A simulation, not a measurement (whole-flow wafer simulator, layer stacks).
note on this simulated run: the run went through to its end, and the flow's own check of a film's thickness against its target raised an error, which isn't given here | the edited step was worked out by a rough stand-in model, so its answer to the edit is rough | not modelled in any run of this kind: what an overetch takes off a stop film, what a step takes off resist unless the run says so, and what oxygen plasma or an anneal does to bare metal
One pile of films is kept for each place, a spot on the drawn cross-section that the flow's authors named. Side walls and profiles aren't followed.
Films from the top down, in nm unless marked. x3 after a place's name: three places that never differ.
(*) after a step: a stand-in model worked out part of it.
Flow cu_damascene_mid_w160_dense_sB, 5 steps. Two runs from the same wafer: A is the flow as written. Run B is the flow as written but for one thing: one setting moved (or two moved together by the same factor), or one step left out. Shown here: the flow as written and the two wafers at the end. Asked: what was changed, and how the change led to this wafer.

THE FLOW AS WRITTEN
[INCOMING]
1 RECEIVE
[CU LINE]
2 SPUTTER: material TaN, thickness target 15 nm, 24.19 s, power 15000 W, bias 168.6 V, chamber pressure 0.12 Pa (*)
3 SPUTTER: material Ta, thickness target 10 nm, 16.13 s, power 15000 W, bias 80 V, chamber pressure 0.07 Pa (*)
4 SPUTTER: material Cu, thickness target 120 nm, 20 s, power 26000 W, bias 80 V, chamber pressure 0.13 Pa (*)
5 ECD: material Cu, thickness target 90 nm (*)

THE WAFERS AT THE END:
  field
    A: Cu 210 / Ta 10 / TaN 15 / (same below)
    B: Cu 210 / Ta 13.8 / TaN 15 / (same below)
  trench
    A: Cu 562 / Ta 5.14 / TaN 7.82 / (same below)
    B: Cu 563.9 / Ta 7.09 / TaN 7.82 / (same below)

The cause: step 3, SPUTTER: thickness target 13.8 nm was run, where the flow has thickness target 10 nm; step 3, SPUTTER: 22.18 s was run, where the flow has 16.13 s.
It can be read off the wafer: field has Ta 13.8, and step 3 as written asks for 10 nm.

How the change led to this, step by step:
  3 SPUTTER: material Ta, thickness target 10 nm, 16.13 s, power 15000 W, bias 80 V, chamber pressure 0.07 Pa (*)
      field: A Ta +10 (new film) | B Ta +13.8 (new film)
      trench: A Ta +5.14 (new film) | B Ta +7.09 (new film)
